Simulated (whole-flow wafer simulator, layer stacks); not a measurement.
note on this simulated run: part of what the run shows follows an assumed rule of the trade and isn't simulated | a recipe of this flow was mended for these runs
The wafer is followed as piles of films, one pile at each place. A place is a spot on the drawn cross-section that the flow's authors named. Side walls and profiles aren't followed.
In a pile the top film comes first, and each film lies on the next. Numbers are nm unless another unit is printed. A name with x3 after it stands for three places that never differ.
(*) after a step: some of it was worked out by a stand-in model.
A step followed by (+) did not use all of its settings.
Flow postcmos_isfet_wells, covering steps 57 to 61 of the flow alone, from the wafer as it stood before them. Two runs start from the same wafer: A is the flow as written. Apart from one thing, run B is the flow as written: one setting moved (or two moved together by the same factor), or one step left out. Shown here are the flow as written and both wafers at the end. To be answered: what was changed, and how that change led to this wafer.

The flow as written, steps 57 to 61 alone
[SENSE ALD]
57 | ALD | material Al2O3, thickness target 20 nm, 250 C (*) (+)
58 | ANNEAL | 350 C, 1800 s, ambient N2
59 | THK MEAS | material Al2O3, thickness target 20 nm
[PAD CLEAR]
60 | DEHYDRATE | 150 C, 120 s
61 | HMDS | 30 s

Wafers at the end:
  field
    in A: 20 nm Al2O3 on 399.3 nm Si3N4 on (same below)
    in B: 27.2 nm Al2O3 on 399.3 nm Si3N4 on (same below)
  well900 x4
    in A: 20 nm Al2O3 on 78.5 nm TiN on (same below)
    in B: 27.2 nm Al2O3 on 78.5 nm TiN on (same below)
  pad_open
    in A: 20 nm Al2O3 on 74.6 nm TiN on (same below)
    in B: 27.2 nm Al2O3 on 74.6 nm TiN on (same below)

The reason: step 57, ALD: thickness target 27.2 nm was run, though the flow has thickness target 20 nm.
The wafer lets one read it off: field has Al2O3 27.2, and step 57 as written asks for 20 nm.

Step by step, how the change led to this:
  57 | ALD | material Al2O3, thickness target 20 nm, 250 C (*) (+)
      field, margin x3, well900 x4, pad_open: A +20 Al2O3 (new film) | B +27.2 Al2O3 (new film)
